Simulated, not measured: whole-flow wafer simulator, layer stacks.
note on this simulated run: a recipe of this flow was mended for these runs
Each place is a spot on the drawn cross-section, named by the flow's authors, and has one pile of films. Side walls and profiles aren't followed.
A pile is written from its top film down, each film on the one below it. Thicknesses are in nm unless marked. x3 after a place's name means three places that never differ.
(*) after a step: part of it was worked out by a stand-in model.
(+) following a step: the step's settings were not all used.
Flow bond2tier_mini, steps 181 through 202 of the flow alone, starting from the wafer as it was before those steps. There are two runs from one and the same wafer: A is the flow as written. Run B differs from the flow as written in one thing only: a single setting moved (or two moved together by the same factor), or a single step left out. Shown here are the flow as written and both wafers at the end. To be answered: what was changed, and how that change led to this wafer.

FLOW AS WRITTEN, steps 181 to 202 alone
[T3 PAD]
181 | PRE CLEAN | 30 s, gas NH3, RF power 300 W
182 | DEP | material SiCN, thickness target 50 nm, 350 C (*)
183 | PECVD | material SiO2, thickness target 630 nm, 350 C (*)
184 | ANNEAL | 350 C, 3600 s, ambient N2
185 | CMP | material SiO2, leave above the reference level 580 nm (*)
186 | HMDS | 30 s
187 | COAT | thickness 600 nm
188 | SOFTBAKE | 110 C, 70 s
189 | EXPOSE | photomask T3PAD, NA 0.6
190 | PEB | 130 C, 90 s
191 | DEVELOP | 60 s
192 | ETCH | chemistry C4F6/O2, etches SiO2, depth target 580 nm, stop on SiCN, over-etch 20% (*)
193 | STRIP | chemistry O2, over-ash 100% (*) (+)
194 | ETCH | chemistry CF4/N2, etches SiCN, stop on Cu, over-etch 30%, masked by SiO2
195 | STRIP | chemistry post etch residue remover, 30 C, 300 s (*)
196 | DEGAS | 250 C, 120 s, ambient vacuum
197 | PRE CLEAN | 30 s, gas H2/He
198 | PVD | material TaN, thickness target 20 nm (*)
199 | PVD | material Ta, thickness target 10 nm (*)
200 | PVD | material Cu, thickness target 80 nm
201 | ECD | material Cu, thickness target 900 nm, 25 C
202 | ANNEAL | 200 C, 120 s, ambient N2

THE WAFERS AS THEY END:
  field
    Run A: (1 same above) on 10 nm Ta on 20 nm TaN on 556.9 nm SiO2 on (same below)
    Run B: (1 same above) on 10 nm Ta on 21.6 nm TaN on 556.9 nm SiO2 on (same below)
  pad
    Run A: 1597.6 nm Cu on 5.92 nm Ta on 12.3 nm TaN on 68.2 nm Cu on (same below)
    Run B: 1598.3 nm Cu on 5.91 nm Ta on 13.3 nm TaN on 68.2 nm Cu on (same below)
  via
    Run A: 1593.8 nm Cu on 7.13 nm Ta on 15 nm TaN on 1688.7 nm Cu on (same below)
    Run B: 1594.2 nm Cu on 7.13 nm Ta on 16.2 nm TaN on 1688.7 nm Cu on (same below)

The reason: step 198, PVD: thickness target 21.6 nm was run, whereas the flow has thickness target 20 nm.
One can read it off the wafer: field has TaN 21.6, and step 198 as written asks for 20 nm.

How this came from the change, step by step:
  198 | PVD | material TaN, thickness target 20 nm (*)
      field: A TaN gains 20 (new film) | B TaN gains 21.6 (new film)
      pad: A TaN gains 12.3 (new film) | B TaN gains 13.3 (new film)
      (as well as at 1 more place)
